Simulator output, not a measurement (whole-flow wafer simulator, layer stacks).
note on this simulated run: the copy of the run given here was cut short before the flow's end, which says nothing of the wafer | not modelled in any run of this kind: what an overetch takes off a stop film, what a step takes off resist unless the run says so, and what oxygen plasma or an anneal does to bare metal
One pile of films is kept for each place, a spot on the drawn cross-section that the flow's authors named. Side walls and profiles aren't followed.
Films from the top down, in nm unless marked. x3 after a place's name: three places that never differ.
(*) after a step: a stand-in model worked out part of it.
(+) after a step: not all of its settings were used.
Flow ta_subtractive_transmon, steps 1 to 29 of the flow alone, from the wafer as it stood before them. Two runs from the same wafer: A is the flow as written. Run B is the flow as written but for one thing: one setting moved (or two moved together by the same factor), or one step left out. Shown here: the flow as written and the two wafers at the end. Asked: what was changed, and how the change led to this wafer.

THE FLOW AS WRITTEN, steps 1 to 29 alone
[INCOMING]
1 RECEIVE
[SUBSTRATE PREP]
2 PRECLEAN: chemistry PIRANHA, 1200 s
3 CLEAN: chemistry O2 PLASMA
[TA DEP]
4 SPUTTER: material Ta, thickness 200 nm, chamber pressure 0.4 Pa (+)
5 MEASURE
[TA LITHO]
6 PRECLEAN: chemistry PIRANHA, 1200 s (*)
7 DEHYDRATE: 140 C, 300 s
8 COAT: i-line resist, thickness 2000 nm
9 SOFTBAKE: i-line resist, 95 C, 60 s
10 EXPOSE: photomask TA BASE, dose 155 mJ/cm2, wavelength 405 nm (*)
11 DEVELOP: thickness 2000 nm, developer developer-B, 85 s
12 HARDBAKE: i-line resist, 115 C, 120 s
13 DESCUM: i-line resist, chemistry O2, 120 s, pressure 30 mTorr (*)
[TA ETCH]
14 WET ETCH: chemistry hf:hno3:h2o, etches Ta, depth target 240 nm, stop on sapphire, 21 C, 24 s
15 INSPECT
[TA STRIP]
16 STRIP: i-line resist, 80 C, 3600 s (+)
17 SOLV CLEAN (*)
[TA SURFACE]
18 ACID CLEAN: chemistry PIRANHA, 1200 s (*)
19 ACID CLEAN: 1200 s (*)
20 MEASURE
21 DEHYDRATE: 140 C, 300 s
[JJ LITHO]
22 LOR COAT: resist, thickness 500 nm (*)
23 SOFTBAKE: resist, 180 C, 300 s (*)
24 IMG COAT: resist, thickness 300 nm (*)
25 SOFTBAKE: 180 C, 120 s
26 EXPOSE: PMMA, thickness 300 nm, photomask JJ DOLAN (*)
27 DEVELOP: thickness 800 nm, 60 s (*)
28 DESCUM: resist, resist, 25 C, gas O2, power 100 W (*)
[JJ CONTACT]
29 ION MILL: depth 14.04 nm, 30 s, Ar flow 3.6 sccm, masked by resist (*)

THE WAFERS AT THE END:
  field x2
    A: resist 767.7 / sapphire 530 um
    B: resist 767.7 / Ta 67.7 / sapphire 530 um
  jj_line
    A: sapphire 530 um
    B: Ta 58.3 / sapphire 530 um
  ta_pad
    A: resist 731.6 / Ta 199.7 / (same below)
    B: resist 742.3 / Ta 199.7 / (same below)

The cause: step 14, WET ETCH: 13.2 s was run, where the flow has 24 s.

How the change led to this, step by step:
  14 WET ETCH: chemistry hf:hno3:h2o, etches Ta, depth target 240 nm, stop on sapphire, 21 C, 24 s
      field x2, jj_line, lead: A Ta -200 (all of it) | B Ta -132
  22 LOR COAT: resist, thickness 500 nm (*)
      lead: A resist +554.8 (new film) | B resist +537.1 (new film)
      ta_contact: A resist +443.8 (new film) | B resist +461.7 (new film)
  24 IMG COAT: resist, thickness 300 nm (*)
      ta_pad: A resist +281.3 | B resist +287.5
  27 DEVELOP: thickness 800 nm, 60 s (*)
      lead: A resist -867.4 (all of it) | B resist -845.4 (all of it)
      ta_contact: A resist -731.2 (all of it) | B resist -753.5 (all of it)
  29 ION MILL: depth 14.04 nm, 30 s, Ar flow 3.6 sccm, masked by resist (*)
      jj_line, lead: A sapphire -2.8 | B Ta -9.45
Counting metal films that touch as one body, field x2 has 1 body; the flow as written gives 0 bodies.
Counting metal films that touch as one body, jj_line has 1 body; the flow as written gives 0 bodies.
